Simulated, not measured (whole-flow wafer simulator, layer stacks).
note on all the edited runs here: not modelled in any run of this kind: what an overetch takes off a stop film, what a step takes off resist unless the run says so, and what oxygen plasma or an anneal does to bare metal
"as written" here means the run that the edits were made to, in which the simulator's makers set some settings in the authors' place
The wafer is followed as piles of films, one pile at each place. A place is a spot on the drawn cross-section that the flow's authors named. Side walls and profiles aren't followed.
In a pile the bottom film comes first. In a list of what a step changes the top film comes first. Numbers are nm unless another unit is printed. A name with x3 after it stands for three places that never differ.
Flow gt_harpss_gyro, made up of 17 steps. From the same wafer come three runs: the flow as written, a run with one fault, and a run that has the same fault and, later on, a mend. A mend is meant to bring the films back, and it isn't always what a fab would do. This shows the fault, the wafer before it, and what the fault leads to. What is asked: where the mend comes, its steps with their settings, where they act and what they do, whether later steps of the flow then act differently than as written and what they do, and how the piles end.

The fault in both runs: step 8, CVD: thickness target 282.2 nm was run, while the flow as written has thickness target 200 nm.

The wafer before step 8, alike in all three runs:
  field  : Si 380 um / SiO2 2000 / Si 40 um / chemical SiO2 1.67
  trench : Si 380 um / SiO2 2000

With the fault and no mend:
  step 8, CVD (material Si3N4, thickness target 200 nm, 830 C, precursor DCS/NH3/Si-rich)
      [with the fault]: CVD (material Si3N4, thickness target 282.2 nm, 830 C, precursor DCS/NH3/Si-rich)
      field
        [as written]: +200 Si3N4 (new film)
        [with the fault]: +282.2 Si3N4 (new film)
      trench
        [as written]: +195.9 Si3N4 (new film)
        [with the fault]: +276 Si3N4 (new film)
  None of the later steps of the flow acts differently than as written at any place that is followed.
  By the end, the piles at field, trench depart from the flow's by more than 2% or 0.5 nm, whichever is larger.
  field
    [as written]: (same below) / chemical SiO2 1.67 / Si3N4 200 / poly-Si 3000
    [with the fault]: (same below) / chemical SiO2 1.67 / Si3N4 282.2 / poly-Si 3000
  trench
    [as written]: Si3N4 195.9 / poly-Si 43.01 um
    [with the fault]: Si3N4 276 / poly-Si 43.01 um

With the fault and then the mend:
  The mend stands after step 8.
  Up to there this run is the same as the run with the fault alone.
  step 8a, ETCH (chemistry h3po4, depth target 324.3 nm)
      field
        -282.2 Si3N4 (all of it)
      trench
        -276 Si3N4 (all of it)
  step 8b, CLEAN (chemistry SPM) (the flow's step 1, run once more)
      leaves every film unchanged at each place that is followed
  step 8c, CVD (material Si3N4, thickness target 200 nm, 830 C, precursor DCS/NH3/Si-rich) (the flow's step 8, run once more)
      field
        +200 Si3N4 (new film)
      trench
        +195.9 Si3N4 (new film)
  None of the later steps of the flow acts differently than as written at any place that is followed.
  The piles end the same as the flow's at every place that both follow.
